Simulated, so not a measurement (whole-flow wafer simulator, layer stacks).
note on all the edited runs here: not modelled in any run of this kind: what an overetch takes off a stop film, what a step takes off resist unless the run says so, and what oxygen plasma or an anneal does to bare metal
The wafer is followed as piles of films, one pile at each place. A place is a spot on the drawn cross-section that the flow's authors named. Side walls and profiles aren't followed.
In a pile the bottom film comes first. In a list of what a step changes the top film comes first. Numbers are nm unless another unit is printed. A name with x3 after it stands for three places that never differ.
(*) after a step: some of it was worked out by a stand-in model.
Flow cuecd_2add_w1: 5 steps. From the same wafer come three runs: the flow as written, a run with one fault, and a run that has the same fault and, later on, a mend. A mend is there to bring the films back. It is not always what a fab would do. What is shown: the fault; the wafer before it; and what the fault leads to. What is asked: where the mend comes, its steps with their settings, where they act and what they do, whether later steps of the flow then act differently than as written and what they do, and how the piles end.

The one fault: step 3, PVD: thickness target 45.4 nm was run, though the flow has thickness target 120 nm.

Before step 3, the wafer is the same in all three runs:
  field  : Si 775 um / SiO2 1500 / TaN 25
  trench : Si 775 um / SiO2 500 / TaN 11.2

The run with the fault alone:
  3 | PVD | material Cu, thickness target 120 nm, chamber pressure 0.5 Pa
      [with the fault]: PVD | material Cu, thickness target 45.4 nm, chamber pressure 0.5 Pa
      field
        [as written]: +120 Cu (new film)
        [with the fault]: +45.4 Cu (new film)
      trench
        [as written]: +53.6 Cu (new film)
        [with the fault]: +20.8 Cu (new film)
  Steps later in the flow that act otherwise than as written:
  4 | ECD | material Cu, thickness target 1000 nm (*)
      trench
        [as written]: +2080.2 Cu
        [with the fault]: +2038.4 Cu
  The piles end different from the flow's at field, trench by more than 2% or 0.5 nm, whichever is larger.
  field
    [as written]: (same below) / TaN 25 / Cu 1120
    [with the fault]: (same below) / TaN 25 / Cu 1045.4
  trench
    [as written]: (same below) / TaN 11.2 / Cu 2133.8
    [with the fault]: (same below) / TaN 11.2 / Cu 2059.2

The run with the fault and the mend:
  The mend follows step 3.
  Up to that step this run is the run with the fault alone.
  3a | ETCH | chemistry cu recess dil, depth target 52.41 nm
      field
        -45.4 Cu (all of it)
      trench
        -20.8 Cu (all of it)
  3b | PVD | material Cu, thickness target 120 nm, chamber pressure 0.5 Pa (the flow's step 3 again)
      field
        +120 Cu (new film)
      trench
        +53.6 Cu (new film)
  Every later step of the flow that is run acts as written at every place that is followed.
  At every place that both follow, the piles at the end match the flow's.
